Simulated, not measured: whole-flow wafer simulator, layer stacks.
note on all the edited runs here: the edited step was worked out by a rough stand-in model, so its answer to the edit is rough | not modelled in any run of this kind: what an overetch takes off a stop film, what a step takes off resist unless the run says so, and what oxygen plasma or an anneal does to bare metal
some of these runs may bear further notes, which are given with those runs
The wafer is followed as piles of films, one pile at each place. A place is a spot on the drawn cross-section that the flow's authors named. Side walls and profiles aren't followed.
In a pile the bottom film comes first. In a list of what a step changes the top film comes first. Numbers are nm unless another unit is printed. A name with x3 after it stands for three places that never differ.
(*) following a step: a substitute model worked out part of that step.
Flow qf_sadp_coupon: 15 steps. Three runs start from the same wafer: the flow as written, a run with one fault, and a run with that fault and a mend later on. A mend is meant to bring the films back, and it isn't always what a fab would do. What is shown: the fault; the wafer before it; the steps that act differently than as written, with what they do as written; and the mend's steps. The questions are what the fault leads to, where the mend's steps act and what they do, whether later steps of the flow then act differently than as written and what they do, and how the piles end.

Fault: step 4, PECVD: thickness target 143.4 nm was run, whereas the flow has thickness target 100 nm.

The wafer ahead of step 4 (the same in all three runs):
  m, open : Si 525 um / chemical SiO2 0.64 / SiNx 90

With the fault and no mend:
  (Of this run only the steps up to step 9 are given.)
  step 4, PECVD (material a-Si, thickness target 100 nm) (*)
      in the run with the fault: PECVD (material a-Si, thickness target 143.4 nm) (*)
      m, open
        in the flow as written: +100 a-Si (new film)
        in the run with the fault: +143.4 a-Si (new film)
  Every later step of the flow up to step 9 that is run acts as written at every place that is followed.
  The piles after step 9 differ from the flow's at m, open by more than 2% or 0.5 nm, whichever is larger.
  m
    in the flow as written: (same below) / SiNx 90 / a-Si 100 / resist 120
    in the run with the fault: (same below) / SiNx 90 / a-Si 143.4 / resist 120
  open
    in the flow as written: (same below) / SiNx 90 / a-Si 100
    in the run with the fault: (same below) / SiNx 90 / a-Si 143.4

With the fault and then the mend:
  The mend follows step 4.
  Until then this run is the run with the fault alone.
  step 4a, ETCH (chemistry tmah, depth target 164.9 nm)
      m, open
        -143.4 a-Si (all of it)
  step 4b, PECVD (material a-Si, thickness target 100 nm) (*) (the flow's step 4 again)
      m, open
        +100 a-Si (new film)
  Every later step of the flow that is run acts as written at every place that is followed.
  The piles end the same as the flow's at every place that both follow.
